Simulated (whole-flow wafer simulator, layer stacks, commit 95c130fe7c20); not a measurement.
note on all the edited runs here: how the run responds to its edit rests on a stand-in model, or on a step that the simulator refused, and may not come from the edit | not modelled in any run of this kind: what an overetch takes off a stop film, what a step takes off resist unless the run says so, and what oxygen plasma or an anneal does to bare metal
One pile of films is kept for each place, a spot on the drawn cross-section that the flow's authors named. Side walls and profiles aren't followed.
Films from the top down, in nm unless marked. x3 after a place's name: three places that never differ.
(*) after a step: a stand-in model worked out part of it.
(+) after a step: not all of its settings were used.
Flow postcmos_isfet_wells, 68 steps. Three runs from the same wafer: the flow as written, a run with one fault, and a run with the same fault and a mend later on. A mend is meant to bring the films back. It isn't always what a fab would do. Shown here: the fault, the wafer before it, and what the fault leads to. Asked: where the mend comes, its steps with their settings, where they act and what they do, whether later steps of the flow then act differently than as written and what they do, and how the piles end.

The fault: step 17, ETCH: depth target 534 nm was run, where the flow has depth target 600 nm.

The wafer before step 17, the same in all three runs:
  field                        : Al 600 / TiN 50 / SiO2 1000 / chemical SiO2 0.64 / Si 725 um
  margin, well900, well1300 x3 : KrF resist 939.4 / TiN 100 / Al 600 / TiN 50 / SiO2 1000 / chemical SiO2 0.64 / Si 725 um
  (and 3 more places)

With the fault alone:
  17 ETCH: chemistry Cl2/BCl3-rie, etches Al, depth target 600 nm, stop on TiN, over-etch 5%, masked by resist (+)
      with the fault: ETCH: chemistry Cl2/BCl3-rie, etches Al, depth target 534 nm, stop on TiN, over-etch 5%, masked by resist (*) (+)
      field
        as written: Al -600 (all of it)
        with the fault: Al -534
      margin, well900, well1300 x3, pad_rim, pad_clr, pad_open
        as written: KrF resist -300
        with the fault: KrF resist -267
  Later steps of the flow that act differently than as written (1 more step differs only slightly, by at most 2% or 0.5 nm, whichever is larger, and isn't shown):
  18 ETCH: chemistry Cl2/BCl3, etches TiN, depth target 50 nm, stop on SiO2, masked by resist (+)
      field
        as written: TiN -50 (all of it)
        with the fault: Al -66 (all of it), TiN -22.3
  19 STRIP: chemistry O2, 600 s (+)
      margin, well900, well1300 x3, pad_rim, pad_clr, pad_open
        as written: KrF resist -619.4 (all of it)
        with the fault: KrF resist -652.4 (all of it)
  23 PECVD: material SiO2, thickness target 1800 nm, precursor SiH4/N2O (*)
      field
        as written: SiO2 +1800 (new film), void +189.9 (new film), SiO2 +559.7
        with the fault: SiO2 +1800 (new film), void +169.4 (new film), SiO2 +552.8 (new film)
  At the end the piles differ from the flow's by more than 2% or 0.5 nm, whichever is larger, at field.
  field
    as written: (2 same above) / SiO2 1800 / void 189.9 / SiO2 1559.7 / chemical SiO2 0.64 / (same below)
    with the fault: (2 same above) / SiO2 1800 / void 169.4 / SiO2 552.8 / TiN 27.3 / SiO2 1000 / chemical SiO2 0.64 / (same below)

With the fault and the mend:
  The mend comes after step 17.
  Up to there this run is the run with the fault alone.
  17a ETCH: chemistry Cl2/BCl3-rie, etches Al, depth target 66 nm, stop on TiN, over-etch 5%, masked by resist (the flow's step 17 once more, with other settings)
      margin, well900, well1300 x3, pad_rim, pad_clr, pad_open
        KrF resist -33
      field
        Al -66 (all of it)
  No later step of the flow acts differently than as written at any place that is followed.
  At the end the piles are the same as the flow's at every place that both follow.
